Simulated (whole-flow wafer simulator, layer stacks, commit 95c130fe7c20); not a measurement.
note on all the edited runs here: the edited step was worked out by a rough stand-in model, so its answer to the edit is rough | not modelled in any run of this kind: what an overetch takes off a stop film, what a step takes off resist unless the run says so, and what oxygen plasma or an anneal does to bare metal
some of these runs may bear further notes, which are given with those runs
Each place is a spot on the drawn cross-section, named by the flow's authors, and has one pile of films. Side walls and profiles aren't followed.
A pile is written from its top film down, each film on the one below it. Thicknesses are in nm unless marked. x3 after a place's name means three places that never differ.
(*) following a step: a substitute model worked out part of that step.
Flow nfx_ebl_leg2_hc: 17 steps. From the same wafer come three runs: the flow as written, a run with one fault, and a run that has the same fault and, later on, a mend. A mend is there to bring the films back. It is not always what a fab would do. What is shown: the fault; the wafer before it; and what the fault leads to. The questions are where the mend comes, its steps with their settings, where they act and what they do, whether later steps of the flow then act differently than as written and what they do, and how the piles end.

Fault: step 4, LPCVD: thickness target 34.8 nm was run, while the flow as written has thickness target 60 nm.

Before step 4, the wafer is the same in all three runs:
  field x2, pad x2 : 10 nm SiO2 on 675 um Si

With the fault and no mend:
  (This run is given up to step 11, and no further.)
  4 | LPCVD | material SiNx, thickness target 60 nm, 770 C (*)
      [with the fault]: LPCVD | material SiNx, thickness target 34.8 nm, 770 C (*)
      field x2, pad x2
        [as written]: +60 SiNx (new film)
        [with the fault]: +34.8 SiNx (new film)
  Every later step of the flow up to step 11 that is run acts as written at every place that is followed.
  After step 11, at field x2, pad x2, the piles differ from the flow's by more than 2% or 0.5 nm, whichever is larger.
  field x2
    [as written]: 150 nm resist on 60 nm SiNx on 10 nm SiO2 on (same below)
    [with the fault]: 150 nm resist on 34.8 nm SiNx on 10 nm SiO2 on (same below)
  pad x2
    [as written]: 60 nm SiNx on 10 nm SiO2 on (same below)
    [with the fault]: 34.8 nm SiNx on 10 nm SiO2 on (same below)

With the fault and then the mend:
  The mend follows step 5.
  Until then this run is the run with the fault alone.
  5a | LPCVD | material SiNx, thickness target 25.2 nm, 770 C (*) (the flow's step 4, run once more with other settings)
      field x2, pad x2
        +25.2 SiNx
  Every later step of the flow that is run acts as written at every place that is followed.
  By the end, the piles equal the flow's at every place that both follow.
